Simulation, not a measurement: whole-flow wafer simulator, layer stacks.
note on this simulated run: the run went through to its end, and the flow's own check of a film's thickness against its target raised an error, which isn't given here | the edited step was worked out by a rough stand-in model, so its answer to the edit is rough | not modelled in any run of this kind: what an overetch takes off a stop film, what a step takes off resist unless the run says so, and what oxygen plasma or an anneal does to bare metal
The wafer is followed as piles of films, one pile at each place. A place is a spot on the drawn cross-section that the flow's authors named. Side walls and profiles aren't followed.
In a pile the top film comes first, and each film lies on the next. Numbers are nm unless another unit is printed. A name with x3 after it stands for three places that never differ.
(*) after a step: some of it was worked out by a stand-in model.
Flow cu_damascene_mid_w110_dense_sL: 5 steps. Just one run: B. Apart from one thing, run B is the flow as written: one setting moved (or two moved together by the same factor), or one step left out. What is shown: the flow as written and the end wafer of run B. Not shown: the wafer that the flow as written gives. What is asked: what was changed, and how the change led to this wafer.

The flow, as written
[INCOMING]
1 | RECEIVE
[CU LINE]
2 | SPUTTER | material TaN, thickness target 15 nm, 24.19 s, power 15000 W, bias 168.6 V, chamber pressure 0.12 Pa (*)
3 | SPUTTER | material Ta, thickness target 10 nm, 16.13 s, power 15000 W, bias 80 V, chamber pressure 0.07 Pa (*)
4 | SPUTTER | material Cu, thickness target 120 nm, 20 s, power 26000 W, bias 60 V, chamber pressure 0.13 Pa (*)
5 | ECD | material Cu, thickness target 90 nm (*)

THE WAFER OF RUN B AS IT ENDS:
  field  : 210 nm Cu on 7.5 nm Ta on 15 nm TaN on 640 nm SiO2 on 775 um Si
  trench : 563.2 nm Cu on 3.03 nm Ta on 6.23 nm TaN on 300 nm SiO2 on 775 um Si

Cause: step 3, SPUTTER: thickness target 7.5 nm was run, whereas the flow has thickness target 10 nm; step 3, SPUTTER: 12.1 s was run, where the flow has 16.13 s.
The wafer itself shows it: field has Ta 7.5, and step 3 as written asks for 10 nm.

How this came from the change, step by step:
  3 | SPUTTER | material Ta, thickness target 10 nm, 16.13 s, power 15000 W, bias 80 V, chamber pressure 0.07 Pa (*)
      field: +7.5 Ta (new film) (as written it would have been: +10 Ta (new film))
      trench: +3.03 Ta (new film) (as written it would have been: +4.05 Ta (new film))
